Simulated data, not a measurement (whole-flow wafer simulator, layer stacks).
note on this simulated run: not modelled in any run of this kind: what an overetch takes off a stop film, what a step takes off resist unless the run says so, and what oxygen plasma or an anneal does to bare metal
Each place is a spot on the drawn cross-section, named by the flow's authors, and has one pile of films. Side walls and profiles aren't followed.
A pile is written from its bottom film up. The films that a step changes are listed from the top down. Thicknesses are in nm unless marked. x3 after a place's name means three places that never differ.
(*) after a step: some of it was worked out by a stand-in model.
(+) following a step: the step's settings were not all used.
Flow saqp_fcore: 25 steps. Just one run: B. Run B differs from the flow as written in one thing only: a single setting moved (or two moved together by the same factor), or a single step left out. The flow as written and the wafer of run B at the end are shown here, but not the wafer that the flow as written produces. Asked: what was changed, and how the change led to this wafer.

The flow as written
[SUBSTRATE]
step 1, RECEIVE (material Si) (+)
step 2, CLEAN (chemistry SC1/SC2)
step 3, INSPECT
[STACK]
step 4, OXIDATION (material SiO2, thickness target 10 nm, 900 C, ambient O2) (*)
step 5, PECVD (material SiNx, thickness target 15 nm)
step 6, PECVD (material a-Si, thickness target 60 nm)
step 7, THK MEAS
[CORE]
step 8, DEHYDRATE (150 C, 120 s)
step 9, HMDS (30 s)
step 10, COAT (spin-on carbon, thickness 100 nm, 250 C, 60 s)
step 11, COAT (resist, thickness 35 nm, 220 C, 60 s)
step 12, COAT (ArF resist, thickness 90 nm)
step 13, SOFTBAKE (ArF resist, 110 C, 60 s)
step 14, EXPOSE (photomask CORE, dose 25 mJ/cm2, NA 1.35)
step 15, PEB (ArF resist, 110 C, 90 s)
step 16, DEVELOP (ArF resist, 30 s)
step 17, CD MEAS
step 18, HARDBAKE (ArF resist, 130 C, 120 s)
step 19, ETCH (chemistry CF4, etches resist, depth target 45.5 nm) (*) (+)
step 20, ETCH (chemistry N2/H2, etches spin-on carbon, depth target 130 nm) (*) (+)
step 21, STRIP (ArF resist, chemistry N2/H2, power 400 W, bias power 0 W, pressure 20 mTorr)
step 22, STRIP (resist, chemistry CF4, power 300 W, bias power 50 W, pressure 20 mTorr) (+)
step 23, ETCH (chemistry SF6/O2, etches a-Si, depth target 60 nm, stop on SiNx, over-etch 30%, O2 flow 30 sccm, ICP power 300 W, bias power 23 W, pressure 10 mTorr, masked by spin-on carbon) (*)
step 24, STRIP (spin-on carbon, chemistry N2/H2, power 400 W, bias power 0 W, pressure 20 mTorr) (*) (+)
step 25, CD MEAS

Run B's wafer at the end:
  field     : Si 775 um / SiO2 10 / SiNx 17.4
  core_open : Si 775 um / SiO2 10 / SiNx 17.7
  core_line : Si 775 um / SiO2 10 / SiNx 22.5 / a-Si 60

The reason: step 5, PECVD: thickness target 22.5 nm was run, though the flow has thickness target 15 nm.
One can read it off the wafer: core_line has SiNx 22.5, and step 5 as written asks for 15 nm.

How this came from the change, step by step:
  step 5, PECVD (material SiNx, thickness target 15 nm)
      field, core_open, core_line: SiNx gains 22.5 (new film) (in the flow as written it would be: SiNx gains 15 (new film))
